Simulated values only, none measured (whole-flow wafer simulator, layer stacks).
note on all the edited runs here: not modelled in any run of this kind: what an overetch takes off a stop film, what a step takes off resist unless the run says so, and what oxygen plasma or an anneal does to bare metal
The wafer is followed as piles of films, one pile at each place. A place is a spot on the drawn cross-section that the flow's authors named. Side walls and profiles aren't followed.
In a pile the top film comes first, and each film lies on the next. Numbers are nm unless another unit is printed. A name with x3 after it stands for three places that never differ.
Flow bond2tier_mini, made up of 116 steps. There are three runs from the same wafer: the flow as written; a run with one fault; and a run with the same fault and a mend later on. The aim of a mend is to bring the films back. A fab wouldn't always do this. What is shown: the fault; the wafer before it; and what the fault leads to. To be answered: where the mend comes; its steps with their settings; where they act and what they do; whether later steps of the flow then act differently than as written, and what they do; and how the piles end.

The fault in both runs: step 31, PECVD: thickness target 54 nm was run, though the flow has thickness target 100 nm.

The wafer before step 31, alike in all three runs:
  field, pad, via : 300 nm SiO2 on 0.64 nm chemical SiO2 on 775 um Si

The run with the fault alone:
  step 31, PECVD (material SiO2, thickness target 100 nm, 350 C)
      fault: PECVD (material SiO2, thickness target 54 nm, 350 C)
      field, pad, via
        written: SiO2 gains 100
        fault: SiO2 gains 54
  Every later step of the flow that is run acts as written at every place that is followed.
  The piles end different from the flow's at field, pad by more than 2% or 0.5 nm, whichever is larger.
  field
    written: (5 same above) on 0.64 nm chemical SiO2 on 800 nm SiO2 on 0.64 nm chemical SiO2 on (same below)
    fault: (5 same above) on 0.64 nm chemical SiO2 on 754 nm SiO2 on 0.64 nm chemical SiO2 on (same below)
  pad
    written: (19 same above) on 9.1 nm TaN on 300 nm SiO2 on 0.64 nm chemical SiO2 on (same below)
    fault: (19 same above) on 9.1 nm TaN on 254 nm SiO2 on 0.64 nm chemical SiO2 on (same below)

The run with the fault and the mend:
  The mend follows step 31.
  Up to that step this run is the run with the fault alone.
  step 31a, PECVD (material SiO2, thickness target 46 nm, 350 C) (a further turn of the flow's step 31, with different settings)
      field, pad, via
        SiO2 gains 46
  Every later step of the flow that is run acts as written at every place that is followed.
  At every place that both follow, the piles at the end match the flow's.
